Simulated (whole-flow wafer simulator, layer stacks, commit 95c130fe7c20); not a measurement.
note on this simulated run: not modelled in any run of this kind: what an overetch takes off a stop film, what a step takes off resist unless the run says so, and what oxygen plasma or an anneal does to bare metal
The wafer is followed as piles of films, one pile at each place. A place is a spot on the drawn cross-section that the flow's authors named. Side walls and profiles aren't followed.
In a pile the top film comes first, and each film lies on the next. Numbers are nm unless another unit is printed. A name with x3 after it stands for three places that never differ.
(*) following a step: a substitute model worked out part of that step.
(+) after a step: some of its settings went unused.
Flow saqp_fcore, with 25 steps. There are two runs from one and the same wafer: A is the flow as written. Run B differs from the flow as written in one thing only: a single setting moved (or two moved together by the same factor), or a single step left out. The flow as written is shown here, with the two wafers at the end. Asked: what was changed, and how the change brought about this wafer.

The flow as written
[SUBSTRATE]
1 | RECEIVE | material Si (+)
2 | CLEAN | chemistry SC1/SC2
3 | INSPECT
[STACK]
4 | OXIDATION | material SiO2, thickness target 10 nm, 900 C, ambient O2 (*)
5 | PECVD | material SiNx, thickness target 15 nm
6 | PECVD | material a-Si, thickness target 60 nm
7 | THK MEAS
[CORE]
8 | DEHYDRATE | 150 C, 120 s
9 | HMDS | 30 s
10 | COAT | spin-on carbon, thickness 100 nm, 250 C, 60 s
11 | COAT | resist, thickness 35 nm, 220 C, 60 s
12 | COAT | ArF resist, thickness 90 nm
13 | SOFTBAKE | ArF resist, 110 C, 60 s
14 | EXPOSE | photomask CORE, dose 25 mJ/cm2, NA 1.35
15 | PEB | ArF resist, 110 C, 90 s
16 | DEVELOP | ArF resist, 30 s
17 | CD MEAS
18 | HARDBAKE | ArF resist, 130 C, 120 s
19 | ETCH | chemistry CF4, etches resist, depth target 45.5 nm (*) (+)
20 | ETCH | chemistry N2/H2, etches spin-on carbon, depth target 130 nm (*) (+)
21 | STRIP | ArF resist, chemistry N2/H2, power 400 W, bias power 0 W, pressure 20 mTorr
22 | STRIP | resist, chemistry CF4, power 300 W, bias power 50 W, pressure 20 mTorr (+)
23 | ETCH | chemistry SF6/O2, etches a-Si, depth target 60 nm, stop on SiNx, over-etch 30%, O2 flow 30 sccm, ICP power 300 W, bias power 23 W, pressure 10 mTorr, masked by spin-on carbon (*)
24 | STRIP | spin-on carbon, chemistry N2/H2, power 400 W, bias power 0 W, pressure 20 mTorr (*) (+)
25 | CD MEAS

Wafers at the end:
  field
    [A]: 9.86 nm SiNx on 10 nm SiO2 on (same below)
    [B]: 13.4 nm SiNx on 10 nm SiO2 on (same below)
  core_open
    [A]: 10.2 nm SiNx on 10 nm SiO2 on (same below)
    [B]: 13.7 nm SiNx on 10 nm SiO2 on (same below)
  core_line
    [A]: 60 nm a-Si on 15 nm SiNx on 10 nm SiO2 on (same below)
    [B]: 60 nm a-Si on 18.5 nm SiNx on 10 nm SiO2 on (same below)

The reason: step 5, PECVD: thickness target 18.5 nm was run, whereas the flow has thickness target 15 nm.
The wafer lets one read it off: core_line has SiNx 18.5, and step 5 as written asks for 15 nm.

How this came from the change, step by step:
  5 | PECVD | material SiNx, thickness target 15 nm
      field, core_open, core_line: A SiNx gains 15 (new film) | B SiNx gains 18.5 (new film)
